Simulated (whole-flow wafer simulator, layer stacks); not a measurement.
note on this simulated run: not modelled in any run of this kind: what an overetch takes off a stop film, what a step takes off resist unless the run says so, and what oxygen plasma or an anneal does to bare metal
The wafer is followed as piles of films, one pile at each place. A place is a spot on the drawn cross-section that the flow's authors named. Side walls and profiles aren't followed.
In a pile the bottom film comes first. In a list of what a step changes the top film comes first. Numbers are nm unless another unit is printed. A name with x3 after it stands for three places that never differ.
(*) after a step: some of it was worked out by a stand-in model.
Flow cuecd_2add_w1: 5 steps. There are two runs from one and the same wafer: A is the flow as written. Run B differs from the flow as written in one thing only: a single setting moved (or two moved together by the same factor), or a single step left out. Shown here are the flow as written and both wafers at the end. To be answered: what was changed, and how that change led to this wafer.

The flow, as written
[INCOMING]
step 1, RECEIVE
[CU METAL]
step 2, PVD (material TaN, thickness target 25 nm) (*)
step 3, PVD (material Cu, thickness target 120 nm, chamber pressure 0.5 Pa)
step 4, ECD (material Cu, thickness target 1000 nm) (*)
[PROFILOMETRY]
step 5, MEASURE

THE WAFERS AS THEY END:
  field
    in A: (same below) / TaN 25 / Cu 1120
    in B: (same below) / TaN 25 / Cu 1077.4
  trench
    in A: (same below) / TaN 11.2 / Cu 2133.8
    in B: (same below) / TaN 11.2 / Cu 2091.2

The reason: step 3, PVD: thickness target 77.4 nm was run, though the flow has thickness target 120 nm.

How this came from the change, step by step:
  step 3, PVD (material Cu, thickness target 120 nm, chamber pressure 0.5 Pa)
      field: A Cu gains 120 (new film) | B Cu gains 77.4 (new film)
      trench: A Cu gains 53.6 (new film) | B Cu gains 35 (new film)
